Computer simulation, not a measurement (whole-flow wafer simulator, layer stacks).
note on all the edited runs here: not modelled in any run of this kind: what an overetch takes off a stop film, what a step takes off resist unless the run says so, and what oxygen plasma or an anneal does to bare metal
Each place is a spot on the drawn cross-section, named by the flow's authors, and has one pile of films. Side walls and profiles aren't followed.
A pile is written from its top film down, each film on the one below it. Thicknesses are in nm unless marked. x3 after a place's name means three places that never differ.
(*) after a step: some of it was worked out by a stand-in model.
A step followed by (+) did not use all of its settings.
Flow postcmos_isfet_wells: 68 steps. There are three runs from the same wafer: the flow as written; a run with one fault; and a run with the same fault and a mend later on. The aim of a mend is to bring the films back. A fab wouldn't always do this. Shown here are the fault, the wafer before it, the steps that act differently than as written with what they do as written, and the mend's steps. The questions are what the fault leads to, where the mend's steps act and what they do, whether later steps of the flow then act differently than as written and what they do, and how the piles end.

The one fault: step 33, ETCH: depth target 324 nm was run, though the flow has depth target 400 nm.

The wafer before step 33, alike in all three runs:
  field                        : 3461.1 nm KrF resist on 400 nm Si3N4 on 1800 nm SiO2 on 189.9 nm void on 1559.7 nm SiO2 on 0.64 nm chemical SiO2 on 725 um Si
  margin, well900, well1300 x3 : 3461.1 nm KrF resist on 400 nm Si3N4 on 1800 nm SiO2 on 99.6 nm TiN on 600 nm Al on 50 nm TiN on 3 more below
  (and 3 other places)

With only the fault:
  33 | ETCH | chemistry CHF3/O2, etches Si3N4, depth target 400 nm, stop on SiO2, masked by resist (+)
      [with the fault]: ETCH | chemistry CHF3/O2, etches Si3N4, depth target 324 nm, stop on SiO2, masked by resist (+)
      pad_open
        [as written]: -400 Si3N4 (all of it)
        [with the fault]: -324 Si3N4
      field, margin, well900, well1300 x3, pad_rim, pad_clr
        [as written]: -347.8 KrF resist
        [with the fault]: -281.7 KrF resist
  Steps later in the flow that act otherwise than as written (8 more steps, not shown, differ only slightly: by at most 2% or 0.5 nm, whichever is larger):
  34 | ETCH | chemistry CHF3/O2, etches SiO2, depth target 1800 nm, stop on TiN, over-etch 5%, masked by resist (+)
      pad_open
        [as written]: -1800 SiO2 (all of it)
        [with the fault]: -76 Si3N4 (all of it), -1720.2 SiO2
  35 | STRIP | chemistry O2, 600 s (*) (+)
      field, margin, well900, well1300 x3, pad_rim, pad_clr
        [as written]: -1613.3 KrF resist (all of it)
        [with the fault]: -1679.4 KrF resist (all of it)
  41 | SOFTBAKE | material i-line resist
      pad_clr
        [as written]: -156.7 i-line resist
        [with the fault]: -148.7 i-line resist
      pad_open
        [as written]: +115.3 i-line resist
        [with the fault]: +111.8 i-line resist
  At pad_open, the piles at the end differ from the flow's by more than 2% or 0.5 nm, whichever is larger.
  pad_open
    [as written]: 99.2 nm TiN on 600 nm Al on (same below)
    [with the fault]: 79.8 nm SiO2 on 99.6 nm TiN on 600 nm Al on (same below)

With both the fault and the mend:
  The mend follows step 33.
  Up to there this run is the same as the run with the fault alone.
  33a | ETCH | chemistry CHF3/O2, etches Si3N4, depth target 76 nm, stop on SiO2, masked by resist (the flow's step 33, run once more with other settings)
      field, margin, well900, well1300 x3, pad_rim, pad_clr
        -66.1 KrF resist
      pad_open
        -76 Si3N4 (all of it)
  None of the later steps of the flow acts differently than as written at any place that is followed.
  By the end, the piles equal the flow's at every place that both follow.
